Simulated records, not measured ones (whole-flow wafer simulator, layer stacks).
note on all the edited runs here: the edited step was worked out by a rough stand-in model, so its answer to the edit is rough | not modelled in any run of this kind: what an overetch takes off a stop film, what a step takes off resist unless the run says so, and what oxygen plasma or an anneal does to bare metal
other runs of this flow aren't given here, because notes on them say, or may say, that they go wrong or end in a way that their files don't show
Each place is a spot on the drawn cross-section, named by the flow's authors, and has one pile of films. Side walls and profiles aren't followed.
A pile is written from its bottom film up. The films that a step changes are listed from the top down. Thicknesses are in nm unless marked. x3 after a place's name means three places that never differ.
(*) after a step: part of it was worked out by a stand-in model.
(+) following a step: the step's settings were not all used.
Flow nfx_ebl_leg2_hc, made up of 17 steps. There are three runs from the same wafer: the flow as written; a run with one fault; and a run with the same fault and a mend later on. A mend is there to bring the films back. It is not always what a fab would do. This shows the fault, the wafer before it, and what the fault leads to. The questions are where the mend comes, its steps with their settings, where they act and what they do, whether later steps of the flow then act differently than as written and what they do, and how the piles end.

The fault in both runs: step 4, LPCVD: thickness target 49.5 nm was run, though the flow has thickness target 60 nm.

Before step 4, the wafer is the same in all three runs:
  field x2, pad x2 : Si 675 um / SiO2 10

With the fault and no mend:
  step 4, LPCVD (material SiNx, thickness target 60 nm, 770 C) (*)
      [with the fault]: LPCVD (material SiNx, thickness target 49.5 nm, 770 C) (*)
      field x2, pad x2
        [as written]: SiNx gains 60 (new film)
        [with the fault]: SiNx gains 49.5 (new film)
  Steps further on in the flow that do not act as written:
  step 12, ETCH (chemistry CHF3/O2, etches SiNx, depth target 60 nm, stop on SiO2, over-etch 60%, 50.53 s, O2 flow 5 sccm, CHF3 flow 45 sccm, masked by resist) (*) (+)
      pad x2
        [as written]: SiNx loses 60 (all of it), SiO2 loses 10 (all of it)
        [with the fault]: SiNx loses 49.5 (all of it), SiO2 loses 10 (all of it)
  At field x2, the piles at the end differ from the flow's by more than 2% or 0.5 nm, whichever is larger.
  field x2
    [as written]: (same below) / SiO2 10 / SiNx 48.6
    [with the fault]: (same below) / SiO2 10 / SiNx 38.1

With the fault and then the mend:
  The mend follows step 5.
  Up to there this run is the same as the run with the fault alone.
  step 5a, LPCVD (material SiNx, thickness target 10.5 nm, 770 C) (*) (the flow's step 4 again, with other settings)
      field x2, pad x2
        SiNx gains 10.5
  None of the later steps of the flow acts differently than as written at any place that is followed.
  By the end, the piles equal the flow's at every place that both follow.
